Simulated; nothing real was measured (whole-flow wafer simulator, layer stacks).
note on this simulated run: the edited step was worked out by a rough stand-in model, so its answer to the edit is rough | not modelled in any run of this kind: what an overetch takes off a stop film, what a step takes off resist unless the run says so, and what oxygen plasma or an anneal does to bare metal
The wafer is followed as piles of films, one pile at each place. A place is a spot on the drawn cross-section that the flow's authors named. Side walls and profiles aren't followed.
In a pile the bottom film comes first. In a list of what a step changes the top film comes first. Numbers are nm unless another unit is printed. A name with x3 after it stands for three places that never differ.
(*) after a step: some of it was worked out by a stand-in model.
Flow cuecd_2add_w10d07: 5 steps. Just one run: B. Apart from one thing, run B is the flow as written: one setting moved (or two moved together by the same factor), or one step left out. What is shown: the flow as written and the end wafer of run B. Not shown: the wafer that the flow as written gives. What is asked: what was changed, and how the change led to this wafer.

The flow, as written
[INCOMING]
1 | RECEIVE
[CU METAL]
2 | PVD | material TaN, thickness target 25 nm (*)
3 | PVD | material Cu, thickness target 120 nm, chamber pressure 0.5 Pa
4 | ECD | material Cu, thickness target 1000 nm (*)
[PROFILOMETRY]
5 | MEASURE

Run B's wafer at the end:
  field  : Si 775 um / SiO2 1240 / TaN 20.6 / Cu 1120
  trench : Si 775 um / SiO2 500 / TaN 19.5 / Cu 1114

What caused this: step 2, PVD: thickness target 20.6 nm was run, while the flow as written has thickness target 25 nm.
The wafer lets one read it off: field has TaN 20.6, and step 2 as written asks for 25 nm.

Step by step, how the change led to this:
  2 | PVD | material TaN, thickness target 25 nm (*)
      field: TaN gains 20.6 (new film) (in the flow as written it would be: TaN gains 25 (new film))
      trench: TaN gains 19.5 (new film) (in the flow as written it would be: TaN gains 23.7 (new film))
